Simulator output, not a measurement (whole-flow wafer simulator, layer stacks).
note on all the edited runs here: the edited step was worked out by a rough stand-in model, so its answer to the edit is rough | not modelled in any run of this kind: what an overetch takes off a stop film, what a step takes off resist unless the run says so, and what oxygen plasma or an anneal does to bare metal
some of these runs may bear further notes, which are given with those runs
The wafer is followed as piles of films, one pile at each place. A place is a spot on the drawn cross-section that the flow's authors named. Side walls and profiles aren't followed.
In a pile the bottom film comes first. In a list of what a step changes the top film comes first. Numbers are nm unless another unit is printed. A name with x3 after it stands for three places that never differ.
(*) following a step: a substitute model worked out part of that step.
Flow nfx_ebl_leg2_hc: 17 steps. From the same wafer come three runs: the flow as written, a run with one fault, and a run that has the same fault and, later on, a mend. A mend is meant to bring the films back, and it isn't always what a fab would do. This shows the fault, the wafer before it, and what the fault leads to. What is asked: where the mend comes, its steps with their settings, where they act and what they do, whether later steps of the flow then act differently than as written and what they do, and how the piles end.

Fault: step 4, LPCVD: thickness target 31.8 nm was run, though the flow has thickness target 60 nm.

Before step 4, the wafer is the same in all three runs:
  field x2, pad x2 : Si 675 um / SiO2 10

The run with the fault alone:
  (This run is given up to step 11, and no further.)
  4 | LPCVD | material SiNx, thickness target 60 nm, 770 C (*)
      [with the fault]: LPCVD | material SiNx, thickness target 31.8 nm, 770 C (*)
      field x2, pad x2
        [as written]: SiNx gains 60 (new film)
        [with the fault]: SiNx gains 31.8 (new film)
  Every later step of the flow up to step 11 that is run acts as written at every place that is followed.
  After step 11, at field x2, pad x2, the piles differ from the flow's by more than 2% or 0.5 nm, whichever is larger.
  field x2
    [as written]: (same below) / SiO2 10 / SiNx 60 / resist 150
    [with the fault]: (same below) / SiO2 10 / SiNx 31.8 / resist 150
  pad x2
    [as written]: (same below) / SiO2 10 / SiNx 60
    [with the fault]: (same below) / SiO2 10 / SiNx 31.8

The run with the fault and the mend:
  The mend follows step 5.
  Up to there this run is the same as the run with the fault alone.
  5a | ETCH | chemistry h3po4, depth target 36.57 nm
      field x2, pad x2
        SiNx loses 31.8 (all of it)
  5b | CLEAN | chemistry SC1/SC2 (the flow's step 2, run once more)
      does not change any film at any place that is followed
  5c | LPCVD | material SiNx, thickness target 60 nm, 770 C (*) (the flow's step 4, run once more)
      field x2, pad x2
        SiNx gains 60 (new film)
  Every later step of the flow that is run acts as written at every place that is followed.
  At every place that both follow, the piles at the end match the flow's.
